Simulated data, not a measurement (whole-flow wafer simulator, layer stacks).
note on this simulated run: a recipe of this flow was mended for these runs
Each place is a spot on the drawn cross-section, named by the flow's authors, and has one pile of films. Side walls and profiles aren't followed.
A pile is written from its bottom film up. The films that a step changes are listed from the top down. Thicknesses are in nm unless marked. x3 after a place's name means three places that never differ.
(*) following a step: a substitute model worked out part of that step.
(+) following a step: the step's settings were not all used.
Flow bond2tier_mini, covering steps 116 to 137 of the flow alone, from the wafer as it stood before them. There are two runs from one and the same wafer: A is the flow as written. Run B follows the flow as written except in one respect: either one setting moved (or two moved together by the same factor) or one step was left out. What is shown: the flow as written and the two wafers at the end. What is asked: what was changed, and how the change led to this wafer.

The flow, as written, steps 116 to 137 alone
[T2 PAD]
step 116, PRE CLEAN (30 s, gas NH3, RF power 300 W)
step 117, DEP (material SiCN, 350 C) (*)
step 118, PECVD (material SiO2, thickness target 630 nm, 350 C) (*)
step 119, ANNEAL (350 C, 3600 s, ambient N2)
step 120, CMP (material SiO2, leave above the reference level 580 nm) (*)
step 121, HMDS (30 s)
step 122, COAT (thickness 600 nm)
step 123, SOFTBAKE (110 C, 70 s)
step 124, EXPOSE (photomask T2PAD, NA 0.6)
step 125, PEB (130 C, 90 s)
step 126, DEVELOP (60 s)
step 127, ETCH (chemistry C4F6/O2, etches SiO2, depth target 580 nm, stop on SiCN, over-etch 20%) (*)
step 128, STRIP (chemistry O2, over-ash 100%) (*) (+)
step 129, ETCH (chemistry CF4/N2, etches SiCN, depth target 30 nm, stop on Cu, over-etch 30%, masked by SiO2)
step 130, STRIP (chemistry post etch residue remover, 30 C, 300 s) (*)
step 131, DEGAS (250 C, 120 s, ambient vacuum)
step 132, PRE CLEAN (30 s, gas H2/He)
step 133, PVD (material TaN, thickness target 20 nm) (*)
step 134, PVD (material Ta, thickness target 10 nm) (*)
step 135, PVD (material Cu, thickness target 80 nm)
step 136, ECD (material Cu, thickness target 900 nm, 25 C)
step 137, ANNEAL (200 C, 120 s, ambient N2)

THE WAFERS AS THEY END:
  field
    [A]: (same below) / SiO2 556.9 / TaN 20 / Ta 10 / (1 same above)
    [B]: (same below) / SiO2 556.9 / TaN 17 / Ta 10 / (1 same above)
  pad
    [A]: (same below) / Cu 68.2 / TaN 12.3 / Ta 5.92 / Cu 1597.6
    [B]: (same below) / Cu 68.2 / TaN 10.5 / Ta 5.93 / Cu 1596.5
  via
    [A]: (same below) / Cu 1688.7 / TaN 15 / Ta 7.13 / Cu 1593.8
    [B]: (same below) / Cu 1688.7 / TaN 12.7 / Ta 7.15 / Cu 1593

Cause: step 133, PVD: thickness target 17 nm was run, while the flow as written has thickness target 20 nm.
The wafer lets one read it off: field has TaN 17, and step 133 as written asks for 20 nm.

Step by step, how the change led to this:
  step 133, PVD (material TaN, thickness target 20 nm) (*)
      field: A TaN gains 20 (new film) | B TaN gains 17 (new film)
      pad: A TaN gains 12.3 (new film) | B TaN gains 10.5 (new film)
      (also at 1 further place)
